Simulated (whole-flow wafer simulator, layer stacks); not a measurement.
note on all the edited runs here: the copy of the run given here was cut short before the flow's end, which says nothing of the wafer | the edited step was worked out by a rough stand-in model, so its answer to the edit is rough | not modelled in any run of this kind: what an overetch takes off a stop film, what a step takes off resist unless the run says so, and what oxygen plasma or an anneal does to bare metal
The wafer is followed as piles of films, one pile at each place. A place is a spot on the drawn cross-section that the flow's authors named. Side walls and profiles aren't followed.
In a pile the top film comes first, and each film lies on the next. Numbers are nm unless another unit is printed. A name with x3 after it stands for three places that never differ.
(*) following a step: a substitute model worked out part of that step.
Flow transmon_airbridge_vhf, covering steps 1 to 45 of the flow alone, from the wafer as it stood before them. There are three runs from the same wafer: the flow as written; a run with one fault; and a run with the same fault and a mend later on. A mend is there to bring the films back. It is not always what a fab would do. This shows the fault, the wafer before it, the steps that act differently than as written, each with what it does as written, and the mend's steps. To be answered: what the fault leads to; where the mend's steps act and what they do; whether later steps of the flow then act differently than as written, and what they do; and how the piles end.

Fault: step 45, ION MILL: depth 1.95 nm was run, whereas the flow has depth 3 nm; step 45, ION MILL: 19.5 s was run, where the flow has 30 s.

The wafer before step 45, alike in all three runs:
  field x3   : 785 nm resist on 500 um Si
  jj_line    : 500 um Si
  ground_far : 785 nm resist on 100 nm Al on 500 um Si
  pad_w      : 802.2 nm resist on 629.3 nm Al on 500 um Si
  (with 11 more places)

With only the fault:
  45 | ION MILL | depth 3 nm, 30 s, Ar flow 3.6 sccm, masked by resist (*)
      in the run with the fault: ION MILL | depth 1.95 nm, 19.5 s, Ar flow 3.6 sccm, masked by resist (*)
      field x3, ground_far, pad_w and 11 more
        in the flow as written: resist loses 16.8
        in the run with the fault: resist loses 10.9
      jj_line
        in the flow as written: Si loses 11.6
        in the run with the fault: Si loses 7.56
  None of the later steps of the flow acts differently than as written at any place that is followed.
  At the end the piles are close to the flow's at the places that both follow, differing by at most 2% or 0.5 nm, whichever is larger.

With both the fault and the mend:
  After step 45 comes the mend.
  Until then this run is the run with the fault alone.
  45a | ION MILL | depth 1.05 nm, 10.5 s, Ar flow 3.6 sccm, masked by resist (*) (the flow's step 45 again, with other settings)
      field x3, ground_far, pad_w and 11 more
        resist loses 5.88
      jj_line
        Si loses 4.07
  None of the later steps of the flow acts differently than as written at any place that is followed.
  At every place that both follow, the piles at the end match the flow's.
